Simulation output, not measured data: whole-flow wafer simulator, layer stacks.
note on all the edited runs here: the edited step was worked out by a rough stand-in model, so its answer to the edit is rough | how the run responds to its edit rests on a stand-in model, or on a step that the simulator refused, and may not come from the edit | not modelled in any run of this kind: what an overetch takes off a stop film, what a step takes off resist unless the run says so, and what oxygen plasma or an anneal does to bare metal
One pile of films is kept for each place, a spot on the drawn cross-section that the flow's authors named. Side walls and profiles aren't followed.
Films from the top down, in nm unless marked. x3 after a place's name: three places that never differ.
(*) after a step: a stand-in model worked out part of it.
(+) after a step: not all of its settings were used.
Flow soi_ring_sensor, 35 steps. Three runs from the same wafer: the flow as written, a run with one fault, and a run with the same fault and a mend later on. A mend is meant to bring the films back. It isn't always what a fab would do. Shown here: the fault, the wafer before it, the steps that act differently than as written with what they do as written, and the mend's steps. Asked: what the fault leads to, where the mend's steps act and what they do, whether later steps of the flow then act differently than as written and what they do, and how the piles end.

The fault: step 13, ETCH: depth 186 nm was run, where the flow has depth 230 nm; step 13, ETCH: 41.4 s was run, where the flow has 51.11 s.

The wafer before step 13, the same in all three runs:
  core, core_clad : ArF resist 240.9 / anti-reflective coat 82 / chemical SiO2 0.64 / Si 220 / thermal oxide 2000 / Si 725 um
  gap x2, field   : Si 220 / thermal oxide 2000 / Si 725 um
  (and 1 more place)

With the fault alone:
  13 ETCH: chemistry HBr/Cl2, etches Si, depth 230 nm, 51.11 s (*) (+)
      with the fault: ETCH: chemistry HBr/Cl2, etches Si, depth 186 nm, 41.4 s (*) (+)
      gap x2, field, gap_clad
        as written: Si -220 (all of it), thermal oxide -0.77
        with the fault: Si -186
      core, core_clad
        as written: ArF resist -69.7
        with the fault: ArF resist -56.5
  Later steps of the flow that act differently than as written:
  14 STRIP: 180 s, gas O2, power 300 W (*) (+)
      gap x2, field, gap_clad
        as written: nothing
        with the fault: chemical SiO2 +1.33 (new film), Si -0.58
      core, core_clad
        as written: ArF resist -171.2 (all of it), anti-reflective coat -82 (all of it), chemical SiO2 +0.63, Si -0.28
        with the fault: ArF resist -184.4 (all of it), anti-reflective coat -82 (all of it), chemical SiO2 +0.62, Si -0.27
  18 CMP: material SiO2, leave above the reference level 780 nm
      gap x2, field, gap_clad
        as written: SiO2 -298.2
        with the fault: SiO2 -333.8
  At the end the piles differ from the flow's by more than 2% or 0.5 nm, whichever is larger, at field.
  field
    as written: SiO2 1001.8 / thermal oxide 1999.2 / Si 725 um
    with the fault: SiO2 966.2 / chemical SiO2 1.33 / Si 33.4 / thermal oxide 2000 / Si 725 um

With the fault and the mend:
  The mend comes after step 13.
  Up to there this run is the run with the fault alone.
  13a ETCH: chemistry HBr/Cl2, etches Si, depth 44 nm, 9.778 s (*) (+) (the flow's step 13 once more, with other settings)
      gap x2, field, gap_clad
        Si -34 (all of it), thermal oxide -0.77
      core, core_clad
        ArF resist -13.3
  No later step of the flow acts differently than as written, at any place that is followed, by more than 2% or 0.5 nm, whichever is larger.
  At the end the piles are the same as the flow's at every place that both follow.
